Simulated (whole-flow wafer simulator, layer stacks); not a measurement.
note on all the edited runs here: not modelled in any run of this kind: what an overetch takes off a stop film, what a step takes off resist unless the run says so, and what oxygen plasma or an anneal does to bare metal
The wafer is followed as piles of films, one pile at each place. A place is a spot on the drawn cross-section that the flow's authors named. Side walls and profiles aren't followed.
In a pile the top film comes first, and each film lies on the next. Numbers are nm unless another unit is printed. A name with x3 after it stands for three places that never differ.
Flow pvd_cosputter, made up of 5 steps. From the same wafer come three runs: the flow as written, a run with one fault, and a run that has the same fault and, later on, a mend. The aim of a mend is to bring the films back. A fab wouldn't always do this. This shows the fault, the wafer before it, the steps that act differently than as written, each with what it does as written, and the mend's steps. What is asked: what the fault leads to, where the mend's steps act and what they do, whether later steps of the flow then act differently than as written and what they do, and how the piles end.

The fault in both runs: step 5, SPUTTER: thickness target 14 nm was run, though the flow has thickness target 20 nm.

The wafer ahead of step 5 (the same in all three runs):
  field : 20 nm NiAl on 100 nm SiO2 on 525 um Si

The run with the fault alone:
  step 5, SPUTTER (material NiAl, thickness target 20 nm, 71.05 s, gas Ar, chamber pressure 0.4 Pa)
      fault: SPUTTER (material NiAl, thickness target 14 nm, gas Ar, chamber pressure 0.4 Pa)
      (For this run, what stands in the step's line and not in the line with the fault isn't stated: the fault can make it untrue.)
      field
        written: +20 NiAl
        fault: +14 NiAl
  Every later step of the flow that is run acts as written at every place that is followed.
  At field, the piles at the end differ from the flow's by more than 2% or 0.5 nm, whichever is larger.
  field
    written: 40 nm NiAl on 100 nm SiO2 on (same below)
    fault: 34 nm NiAl on 100 nm SiO2 on (same below)

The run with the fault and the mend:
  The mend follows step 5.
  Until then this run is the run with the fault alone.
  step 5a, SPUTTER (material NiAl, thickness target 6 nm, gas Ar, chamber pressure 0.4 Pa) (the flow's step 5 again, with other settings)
      field
        +6 NiAl
  Every later step of the flow that is run acts as written at every place that is followed.
  At every place that both follow, the piles at the end match the flow's.
